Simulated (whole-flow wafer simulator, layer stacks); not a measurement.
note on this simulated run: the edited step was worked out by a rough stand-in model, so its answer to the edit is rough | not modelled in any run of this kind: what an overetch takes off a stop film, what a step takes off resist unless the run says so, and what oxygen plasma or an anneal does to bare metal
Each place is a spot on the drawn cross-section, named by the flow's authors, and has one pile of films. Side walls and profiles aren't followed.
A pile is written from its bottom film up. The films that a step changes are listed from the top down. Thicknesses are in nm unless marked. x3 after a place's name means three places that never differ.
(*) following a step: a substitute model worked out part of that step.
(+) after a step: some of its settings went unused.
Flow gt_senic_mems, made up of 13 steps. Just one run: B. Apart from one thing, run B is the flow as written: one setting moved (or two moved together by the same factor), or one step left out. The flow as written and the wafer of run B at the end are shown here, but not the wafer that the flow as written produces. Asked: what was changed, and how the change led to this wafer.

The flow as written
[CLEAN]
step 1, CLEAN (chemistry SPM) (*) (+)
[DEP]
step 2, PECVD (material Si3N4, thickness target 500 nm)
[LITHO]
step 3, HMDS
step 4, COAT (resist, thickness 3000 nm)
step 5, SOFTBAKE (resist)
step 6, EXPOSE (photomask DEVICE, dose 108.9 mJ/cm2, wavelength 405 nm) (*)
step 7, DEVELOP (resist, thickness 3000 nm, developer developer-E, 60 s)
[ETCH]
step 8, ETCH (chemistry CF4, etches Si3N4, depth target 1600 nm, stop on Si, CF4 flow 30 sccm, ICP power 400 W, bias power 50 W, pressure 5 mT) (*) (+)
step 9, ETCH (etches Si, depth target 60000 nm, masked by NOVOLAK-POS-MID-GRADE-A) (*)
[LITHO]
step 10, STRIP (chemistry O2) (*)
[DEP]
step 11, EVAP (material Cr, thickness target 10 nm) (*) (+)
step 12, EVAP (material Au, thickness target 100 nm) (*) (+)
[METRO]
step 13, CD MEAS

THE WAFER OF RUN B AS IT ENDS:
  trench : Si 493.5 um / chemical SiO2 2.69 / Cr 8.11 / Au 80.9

What caused this: step 9, ETCH: depth target 31500 nm was run, while the flow as written has depth target 60000 nm.

The path from the change to this, step by step:
  step 9, ETCH (etches Si, depth target 60000 nm, masked by NOVOLAK-POS-MID-GRADE-A) (*)
      field: -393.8 resist (in the flow as written it would be: -750 resist)
      trench: -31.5 um Si (in the flow as written it would be: -60 um Si)
  step 10, STRIP (chemistry O2) (*)
      field: -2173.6 resist (all of it) (in the flow as written it would be: -1817.3 resist (all of it))
  step 11, EVAP (material Cr, thickness target 10 nm) (*) (+)
      trench: +8.11 Cr (new film) (in the flow as written it would be: +6.45 Cr (new film))
  step 12, EVAP (material Au, thickness target 100 nm) (*) (+)
      trench: +80.9 Au (new film) (in the flow as written it would be: +64.1 Au (new film))
